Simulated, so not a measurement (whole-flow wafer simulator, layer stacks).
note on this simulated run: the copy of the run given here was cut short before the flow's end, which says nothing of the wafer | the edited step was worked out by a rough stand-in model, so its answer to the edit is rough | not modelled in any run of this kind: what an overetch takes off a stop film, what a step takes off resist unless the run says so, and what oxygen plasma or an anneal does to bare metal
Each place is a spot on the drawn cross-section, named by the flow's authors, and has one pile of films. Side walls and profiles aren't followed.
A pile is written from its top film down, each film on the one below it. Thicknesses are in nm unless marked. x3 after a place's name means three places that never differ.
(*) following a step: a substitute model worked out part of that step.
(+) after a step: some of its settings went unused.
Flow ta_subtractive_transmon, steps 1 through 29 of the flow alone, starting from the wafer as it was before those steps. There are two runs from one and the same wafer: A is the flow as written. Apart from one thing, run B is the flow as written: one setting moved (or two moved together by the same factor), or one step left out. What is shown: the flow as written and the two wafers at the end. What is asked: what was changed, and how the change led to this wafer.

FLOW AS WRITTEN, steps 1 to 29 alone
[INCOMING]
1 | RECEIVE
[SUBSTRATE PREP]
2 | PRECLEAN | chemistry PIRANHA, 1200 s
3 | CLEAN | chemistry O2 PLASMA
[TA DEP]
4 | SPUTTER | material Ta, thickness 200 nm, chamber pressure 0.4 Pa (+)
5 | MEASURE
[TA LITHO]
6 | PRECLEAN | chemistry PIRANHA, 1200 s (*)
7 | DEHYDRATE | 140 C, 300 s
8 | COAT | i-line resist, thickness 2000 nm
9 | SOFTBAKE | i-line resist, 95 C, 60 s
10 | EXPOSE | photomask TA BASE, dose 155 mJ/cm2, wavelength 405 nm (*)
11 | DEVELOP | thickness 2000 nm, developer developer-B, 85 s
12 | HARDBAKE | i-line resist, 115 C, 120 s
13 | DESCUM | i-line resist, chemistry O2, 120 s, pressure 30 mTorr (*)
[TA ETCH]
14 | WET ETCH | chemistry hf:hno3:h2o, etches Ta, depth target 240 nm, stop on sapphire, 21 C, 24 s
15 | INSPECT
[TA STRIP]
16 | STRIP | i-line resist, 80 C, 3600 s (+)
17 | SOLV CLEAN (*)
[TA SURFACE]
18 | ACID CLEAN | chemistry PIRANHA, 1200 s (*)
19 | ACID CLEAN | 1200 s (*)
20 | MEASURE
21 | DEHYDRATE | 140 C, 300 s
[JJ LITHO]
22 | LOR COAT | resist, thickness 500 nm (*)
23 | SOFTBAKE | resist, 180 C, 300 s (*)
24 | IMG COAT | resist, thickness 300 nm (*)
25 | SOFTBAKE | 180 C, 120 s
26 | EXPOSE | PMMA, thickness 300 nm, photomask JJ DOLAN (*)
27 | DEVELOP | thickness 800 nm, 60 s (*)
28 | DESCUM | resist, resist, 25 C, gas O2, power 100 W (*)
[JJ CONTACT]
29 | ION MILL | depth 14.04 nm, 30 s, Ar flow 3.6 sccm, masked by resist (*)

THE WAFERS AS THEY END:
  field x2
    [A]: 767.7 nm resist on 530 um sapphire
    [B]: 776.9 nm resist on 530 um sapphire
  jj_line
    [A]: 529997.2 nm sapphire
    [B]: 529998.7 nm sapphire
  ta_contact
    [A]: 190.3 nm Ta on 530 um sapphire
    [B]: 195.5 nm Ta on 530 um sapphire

What caused this: step 29, ION MILL: depth 6.316 nm was run, whereas the flow has depth 14.04 nm; step 29, ION MILL: 13.5 s was run, where the flow has 30 s.

Step by step, how the change led to this:
  29 | ION MILL | depth 14.04 nm, 30 s, Ar flow 3.6 sccm, masked by resist (*)
      field x2, ta_pad: A resist loses 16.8 | B resist loses 7.55
      jj_line, lead: A sapphire loses 2.8 | B sapphire loses 1.26
      (also at 1 further place)
